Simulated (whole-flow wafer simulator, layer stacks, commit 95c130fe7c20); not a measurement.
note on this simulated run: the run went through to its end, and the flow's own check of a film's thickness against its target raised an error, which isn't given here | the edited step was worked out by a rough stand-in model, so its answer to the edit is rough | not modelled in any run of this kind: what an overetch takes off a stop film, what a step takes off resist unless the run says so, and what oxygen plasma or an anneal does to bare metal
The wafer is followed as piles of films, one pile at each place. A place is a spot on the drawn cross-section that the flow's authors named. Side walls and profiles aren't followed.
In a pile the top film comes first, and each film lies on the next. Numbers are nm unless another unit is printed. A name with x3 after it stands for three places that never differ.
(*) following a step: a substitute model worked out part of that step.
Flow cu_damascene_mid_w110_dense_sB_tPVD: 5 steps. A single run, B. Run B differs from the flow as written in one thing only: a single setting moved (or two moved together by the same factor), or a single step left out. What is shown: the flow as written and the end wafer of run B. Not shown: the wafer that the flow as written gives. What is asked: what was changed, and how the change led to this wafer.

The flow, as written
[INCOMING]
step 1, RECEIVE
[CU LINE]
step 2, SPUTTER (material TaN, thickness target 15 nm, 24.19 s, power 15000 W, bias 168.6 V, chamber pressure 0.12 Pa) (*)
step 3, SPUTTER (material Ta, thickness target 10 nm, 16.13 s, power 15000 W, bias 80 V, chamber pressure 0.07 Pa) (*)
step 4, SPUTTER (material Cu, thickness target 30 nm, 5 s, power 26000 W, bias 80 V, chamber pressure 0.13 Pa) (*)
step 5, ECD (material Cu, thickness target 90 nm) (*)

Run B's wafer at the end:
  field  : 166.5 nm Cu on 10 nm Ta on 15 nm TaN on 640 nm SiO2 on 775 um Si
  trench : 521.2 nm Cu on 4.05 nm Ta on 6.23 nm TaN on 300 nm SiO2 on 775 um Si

The reason: step 5, ECD: thickness target 136.5 nm was run, whereas the flow has thickness target 90 nm.

How this came from the change, step by step:
  step 5, ECD (material Cu, thickness target 90 nm) (*)
      field: Cu gains 136.5 (it would be, as written: Cu gains 90)
      trench: Cu gains 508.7 (it would be, as written: Cu gains 462.2)
